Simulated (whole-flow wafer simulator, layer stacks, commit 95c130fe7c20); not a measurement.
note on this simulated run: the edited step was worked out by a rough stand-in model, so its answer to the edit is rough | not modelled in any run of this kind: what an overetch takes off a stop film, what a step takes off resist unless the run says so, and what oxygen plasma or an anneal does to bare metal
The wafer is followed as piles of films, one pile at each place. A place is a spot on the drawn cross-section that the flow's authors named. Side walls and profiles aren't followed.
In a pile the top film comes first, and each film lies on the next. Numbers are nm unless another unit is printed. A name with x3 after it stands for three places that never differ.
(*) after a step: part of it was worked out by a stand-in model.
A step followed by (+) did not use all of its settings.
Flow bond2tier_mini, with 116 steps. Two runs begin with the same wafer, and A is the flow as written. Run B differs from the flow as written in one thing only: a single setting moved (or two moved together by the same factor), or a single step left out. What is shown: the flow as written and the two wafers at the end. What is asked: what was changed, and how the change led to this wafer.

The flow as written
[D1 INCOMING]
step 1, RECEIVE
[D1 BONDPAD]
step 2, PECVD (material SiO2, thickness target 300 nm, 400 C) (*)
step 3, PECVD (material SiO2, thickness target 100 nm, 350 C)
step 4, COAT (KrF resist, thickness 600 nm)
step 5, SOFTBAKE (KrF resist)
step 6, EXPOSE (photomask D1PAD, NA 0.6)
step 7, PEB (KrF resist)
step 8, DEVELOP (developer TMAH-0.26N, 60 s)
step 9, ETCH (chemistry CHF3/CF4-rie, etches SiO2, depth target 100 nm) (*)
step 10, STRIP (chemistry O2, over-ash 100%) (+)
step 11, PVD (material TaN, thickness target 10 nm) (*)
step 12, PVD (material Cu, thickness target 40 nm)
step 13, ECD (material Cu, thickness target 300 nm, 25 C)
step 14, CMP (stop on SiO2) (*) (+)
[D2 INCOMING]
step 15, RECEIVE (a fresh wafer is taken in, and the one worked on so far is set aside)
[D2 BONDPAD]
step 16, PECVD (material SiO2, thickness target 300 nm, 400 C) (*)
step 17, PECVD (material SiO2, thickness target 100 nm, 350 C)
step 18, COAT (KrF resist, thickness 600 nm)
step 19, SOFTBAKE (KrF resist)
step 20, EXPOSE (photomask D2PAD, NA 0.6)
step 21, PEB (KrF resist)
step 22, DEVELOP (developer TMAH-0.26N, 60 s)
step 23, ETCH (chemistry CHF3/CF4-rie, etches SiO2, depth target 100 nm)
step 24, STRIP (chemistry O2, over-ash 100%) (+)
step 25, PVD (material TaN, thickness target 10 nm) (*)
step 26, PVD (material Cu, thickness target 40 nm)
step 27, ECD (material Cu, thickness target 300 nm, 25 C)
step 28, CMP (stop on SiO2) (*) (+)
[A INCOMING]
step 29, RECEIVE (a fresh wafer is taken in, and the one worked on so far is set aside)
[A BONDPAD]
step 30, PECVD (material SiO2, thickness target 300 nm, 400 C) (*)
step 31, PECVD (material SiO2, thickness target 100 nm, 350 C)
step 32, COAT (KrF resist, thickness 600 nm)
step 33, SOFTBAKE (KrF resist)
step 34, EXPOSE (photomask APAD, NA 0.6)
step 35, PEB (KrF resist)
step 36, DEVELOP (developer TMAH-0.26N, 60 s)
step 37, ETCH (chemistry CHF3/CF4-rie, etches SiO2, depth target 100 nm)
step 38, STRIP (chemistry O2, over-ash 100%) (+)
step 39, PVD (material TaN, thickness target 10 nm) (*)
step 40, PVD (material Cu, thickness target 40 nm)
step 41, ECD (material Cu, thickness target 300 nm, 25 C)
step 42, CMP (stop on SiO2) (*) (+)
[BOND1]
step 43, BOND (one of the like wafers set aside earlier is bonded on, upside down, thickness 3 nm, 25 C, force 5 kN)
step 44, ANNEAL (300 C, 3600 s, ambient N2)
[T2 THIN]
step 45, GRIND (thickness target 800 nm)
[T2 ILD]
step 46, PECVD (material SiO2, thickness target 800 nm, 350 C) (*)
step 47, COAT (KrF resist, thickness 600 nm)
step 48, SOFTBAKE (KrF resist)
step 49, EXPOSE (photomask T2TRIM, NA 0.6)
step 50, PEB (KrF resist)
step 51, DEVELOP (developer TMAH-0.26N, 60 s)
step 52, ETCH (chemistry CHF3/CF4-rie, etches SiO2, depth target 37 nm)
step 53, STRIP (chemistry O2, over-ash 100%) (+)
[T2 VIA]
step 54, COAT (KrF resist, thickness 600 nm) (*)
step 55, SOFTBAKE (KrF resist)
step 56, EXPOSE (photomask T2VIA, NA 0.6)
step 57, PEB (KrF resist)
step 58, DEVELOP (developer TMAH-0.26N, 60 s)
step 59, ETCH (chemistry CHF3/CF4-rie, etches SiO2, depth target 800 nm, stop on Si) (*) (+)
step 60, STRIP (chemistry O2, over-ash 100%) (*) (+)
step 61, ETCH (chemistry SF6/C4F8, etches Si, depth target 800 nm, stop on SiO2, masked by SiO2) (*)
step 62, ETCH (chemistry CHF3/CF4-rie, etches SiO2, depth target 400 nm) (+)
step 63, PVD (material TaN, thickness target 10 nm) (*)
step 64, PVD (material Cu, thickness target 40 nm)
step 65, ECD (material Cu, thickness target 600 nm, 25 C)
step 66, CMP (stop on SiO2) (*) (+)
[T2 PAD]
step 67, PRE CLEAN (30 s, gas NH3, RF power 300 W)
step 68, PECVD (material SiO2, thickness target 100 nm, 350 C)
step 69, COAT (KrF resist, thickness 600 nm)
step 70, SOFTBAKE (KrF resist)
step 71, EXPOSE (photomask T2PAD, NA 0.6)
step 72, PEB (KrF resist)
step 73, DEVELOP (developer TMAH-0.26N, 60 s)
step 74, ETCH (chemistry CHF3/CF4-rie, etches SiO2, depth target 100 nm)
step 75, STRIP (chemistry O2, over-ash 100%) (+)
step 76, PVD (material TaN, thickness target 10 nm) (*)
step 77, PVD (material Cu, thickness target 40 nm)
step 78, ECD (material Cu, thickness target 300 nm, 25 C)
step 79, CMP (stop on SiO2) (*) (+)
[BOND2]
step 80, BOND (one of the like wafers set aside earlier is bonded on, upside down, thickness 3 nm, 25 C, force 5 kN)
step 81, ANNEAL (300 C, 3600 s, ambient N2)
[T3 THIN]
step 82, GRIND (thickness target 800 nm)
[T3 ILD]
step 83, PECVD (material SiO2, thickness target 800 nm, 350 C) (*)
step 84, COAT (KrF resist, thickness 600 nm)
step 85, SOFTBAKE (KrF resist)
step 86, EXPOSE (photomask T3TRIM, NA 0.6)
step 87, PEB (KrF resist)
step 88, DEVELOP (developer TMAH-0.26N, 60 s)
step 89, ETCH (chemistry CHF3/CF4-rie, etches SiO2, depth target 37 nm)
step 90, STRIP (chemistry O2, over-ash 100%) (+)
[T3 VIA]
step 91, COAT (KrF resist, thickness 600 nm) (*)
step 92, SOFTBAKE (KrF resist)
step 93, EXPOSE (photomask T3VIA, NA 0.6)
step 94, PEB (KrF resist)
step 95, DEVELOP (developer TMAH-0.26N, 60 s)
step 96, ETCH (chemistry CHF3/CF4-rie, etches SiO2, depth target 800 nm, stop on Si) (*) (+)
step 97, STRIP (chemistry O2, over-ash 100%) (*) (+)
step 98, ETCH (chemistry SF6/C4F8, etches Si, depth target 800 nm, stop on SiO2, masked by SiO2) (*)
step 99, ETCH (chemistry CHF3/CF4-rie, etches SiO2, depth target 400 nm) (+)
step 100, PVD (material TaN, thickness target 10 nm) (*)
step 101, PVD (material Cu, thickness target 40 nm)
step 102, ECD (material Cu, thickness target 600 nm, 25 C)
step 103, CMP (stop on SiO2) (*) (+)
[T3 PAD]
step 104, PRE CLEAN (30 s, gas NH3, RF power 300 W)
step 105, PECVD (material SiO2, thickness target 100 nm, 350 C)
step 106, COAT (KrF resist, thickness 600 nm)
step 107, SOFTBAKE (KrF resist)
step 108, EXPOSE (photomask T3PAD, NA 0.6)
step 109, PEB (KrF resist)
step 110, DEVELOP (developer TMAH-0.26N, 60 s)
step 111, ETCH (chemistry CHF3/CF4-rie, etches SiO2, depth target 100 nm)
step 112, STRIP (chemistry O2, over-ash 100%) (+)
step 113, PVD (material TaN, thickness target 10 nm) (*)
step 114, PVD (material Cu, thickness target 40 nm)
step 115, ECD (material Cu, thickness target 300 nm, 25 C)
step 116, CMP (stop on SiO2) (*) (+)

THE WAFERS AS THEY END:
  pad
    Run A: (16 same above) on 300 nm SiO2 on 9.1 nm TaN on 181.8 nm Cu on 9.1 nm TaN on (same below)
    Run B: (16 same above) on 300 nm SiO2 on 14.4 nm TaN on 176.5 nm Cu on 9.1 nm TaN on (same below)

The reason: step 11, PVD: thickness target 15.8 nm was run, though the flow has thickness target 10 nm.

The path from the change to this, step by step:
  step 11, PVD (material TaN, thickness target 10 nm) (*)
      field: A TaN gains 10 (new film) | B TaN gains 15.8 (new film)
      pad: A TaN gains 9.1 (new film) | B TaN gains 14.4 (new film)
      (as well as at 1 more place)
  step 14, CMP (stop on SiO2) (*) (+)
      field: A Cu loses 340 (all of it), TaN loses 10 (all of it) | B Cu loses 340 (all of it), TaN loses 15.8 (all of it)
  step 43, BOND (one of the like wafers set aside earlier is bonded on, upside down, thickness 3 nm, 25 C, force 5 kN)
      pad: A Si gains 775 um (new film), chemical SiO2 gains 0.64 (new film), SiO2 gains 300 (new film), TaN gains 9.1 (new film), Cu gains 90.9 | B Si gains 775 um (new film), chemical SiO2 gains 0.64 (new film), SiO2 gains 300 (new film), TaN gains 14.4 (new film), Cu gains 85.6
      via: A Si gains 775 um (new film), chemical SiO2 gains 0.64 (new film), SiO2 gains 300 (new film), TaN gains 9.97 (new film), Cu gains 90 | B Si gains 775 um (new film), chemical SiO2 gains 0.64 (new film), SiO2 gains 300 (new film), TaN gains 15.8 (new film), Cu gains 84.2
